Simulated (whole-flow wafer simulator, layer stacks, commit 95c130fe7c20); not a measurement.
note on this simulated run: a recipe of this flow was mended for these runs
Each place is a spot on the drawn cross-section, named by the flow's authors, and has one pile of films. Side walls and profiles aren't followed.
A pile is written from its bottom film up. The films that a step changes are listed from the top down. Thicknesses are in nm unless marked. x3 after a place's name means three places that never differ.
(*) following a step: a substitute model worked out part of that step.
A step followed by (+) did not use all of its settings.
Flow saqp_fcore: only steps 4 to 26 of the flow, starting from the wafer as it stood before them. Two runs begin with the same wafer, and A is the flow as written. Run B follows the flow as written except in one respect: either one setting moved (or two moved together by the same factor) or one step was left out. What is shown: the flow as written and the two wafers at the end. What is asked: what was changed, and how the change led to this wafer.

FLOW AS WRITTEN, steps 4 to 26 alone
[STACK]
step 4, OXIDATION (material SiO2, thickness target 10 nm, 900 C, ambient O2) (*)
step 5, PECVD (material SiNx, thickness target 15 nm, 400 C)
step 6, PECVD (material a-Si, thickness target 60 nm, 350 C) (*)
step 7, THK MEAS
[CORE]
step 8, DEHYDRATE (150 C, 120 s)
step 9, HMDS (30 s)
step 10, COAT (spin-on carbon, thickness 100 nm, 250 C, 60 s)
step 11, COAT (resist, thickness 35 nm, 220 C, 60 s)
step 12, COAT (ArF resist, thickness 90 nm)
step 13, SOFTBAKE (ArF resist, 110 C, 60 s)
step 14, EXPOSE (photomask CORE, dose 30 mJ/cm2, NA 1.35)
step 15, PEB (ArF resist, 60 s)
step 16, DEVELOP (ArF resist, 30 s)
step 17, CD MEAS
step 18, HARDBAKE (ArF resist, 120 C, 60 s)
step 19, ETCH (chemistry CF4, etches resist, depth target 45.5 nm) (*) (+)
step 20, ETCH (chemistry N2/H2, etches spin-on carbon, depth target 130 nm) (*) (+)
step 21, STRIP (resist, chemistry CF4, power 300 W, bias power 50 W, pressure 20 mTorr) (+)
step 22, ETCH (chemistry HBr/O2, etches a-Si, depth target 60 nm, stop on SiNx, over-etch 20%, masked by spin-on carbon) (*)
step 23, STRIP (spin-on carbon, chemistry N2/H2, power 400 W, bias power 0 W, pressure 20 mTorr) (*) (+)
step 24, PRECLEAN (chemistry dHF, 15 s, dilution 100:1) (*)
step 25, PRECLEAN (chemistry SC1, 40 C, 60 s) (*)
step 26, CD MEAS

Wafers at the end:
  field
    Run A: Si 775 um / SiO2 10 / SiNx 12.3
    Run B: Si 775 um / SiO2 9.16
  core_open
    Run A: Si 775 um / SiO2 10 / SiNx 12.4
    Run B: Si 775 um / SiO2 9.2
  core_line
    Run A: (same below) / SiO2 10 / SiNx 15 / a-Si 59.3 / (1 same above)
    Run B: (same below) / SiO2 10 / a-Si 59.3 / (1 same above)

The reason: step 5, PECVD: material SiNx, thickness target 15 nm, 400 C, was not run.

How this came from the change, step by step:
  step 22, ETCH (chemistry HBr/O2, etches a-Si, depth target 60 nm, stop on SiNx, over-etch 20%, masked by spin-on carbon) (*)
      field: A -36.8 a-Si (all of it), -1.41 SiNx | B -36.8 a-Si (all of it), -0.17 SiO2
      core_open: A -39.4 a-Si (all of it), -1.3 SiNx | B -39.4 a-Si (all of it), -0.13 SiO2
  step 24, PRECLEAN (chemistry dHF, 15 s, dilution 100:1) (*)
      field, core_open: A -1.31 SiNx | B -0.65 SiO2
